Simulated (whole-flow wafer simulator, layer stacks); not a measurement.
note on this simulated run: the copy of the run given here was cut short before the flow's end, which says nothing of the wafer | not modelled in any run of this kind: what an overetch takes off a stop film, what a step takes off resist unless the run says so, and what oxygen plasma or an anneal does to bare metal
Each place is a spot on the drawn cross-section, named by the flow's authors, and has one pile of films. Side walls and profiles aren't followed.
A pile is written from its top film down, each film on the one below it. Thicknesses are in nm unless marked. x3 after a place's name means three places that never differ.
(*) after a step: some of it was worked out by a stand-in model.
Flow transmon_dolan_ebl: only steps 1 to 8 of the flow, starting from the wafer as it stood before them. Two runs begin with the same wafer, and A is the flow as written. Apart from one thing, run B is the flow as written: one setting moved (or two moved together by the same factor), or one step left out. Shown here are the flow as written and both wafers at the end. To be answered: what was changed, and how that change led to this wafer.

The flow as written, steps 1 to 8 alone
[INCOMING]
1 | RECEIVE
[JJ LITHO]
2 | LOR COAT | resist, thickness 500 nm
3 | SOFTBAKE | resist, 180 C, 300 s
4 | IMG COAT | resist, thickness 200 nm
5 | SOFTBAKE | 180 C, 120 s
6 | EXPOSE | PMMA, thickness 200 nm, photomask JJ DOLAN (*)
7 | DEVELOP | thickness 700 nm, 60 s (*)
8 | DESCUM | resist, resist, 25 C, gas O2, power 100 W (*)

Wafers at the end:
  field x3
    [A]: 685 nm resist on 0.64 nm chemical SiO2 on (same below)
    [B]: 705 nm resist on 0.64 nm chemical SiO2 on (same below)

Cause: step 4, IMG COAT: thickness 220 nm was run, while the flow as written has thickness 200 nm.

Step by step, how the change led to this:
  4 | IMG COAT | resist, thickness 200 nm
      field x3, jj_line: A +200 resist | B +220 resist
  7 | DEVELOP | thickness 700 nm, 60 s (*)
      jj_line: A -700 resist (all of it) | B -720 resist (all of it)
